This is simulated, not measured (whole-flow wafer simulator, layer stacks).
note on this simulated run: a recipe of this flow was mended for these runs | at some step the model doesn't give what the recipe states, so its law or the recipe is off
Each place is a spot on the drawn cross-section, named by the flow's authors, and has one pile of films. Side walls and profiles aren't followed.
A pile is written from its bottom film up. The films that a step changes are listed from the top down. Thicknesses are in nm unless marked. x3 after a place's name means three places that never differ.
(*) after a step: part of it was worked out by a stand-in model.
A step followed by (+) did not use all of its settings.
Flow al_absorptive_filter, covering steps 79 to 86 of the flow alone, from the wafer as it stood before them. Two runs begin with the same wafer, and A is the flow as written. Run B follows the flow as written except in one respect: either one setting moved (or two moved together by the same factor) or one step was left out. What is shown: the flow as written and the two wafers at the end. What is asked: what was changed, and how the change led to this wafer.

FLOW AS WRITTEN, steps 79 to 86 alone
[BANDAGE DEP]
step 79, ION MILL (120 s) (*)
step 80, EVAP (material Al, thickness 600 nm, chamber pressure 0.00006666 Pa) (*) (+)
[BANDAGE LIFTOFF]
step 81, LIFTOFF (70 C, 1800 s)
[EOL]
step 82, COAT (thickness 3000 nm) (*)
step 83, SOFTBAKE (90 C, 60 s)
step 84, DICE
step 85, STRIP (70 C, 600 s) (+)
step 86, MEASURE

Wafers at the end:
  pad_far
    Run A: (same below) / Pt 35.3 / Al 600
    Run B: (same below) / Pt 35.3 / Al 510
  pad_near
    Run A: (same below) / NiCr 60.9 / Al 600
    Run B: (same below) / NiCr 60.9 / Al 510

Cause: step 80, EVAP: thickness 510 nm was run, while the flow as written has thickness 600 nm.
The wafer itself shows it: pad_far has Al 510, and step 80 as written asks for 600 nm.

How this came from the change, step by step:
  step 80, EVAP (material Al, thickness 600 nm, chamber pressure 0.00006666 Pa) (*) (+)
      gnd, pad_far, pad_near and 11 more: A +600 Al (new film) | B +510 Al (new film)
  step 81, LIFTOFF (70 C, 1800 s)
      xa_field, xl_land, idc_field: A -600 Al (all of it), -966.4 i-line-resist (all of it), -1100 lift-off-underlayer (all of it), -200 acrylic-e-beam-resist (all of it) | B -510 Al (all of it), -966.4 i-line-resist (all of it), -1100 lift-off-underlayer (all of it), -200 acrylic-e-beam-resist (all of it)
      gnd: A -600 Al (all of it), -968.3 i-line-resist (all of it), -1103.3 lift-off-underlayer (all of it), -200.9 acrylic-e-beam-resist (all of it) | B -510 Al (all of it), -968.3 i-line-resist (all of it), -1103.3 lift-off-underlayer (all of it), -200.9 acrylic-e-beam-resist (all of it)
      (and at 8 other places as well)
  step 82, COAT (thickness 3000 nm) (*)
      pad_far: A +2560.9 i-line-resist (new film) | B +2626.3 i-line-resist (new film)
      pad_near: A +2480.3 i-line-resist (new film) | B +2546.9 i-line-resist (new film)
  step 83, SOFTBAKE (90 C, 60 s)
      gnd: A +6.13 i-line-resist | B +5.27 i-line-resist
      pad_far: A -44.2 i-line-resist | B -37.1 i-line-resist
      (and at 2 other places as well)
  step 85, STRIP (70 C, 600 s) (+)
      pad_far: A -2516.7 i-line-resist (all of it) | B -2589.2 i-line-resist (all of it)
      pad_near: A -2439.3 i-line-resist (all of it) | B -2512.2 i-line-resist (all of it)
